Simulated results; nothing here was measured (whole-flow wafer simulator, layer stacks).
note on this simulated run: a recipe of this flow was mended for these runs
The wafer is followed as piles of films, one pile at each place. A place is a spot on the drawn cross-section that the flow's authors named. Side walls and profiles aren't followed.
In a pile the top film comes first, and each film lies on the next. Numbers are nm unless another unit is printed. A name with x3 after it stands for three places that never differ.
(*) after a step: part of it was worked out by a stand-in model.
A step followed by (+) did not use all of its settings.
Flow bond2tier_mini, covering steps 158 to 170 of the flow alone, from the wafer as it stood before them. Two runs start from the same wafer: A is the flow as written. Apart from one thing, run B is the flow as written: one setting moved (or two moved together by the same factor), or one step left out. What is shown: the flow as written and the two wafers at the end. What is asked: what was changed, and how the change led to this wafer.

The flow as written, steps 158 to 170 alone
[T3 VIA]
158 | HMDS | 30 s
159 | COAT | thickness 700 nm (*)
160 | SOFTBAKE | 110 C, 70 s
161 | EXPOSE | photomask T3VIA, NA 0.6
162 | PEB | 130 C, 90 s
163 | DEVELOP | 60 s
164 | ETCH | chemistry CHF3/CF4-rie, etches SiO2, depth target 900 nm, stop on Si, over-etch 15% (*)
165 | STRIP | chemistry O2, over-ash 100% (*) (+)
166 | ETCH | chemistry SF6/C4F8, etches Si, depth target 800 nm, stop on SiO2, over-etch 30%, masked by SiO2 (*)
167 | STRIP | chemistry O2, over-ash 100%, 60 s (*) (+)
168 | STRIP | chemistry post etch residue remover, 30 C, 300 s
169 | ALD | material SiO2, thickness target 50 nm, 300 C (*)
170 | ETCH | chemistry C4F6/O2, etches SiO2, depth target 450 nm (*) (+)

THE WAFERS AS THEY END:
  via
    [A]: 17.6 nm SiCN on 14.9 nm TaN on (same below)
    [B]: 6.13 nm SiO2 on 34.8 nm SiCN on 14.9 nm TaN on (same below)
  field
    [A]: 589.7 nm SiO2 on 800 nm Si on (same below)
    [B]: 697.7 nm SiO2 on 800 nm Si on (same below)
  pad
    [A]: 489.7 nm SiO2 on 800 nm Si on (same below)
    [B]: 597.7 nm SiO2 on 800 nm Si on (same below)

Cause: step 170, ETCH: depth target 342 nm was run, though the flow has depth target 450 nm.

The path from the change to this, step by step:
  170 | ETCH | chemistry C4F6/O2, etches SiO2, depth target 450 nm (*) (+)
      via: A SiO2 loses 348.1 (all of it), SiCN loses 17.2 | B SiO2 loses 342
      field, pad: A SiO2 loses 450 | B SiO2 loses 342
